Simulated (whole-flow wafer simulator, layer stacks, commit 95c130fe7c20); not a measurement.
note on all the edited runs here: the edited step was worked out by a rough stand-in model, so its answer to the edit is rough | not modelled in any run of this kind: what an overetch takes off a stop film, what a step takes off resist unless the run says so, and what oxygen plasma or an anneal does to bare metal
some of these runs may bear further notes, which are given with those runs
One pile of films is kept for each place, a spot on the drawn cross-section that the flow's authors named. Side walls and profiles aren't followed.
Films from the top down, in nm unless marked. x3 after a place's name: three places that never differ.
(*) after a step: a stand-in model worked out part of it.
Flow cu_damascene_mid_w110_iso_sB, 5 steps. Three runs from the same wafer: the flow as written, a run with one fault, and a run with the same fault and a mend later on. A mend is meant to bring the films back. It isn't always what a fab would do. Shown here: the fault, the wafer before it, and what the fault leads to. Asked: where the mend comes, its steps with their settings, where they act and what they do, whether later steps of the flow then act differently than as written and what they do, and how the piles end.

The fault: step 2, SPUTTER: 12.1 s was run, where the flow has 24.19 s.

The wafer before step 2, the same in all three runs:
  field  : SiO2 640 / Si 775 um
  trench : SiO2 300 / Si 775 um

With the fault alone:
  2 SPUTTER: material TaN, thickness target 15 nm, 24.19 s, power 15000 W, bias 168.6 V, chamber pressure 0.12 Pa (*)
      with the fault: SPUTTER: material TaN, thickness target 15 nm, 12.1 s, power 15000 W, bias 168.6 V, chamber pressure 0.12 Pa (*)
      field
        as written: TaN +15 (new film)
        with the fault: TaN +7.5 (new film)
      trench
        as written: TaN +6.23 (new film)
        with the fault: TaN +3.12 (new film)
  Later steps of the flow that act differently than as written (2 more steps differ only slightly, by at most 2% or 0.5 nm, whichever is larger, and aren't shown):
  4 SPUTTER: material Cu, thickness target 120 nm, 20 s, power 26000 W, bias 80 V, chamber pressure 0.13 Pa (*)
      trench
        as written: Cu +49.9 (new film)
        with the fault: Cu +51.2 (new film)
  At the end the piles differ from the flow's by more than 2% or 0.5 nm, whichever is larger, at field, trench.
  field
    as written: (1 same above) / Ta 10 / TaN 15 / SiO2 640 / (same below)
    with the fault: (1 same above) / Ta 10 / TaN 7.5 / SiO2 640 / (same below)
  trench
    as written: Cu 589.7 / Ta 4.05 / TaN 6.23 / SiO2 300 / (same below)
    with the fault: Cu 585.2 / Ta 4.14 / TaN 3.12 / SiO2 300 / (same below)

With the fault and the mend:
  The mend comes after step 2.
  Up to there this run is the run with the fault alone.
  2a SPUTTER: material TaN, thickness target 15 nm, 12.09 s, power 15000 W, bias 168.6 V, chamber pressure 0.12 Pa (*) (the flow's step 2 once more, with other settings)
      field
        TaN +7.5
      trench
        TaN +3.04
  No later step of the flow acts differently than as written, at any place that is followed, by more than 2% or 0.5 nm, whichever is larger.
  At the end the piles differ from the flow's only slightly at the places that both follow, by at most 2% or 0.5 nm, whichever is larger.
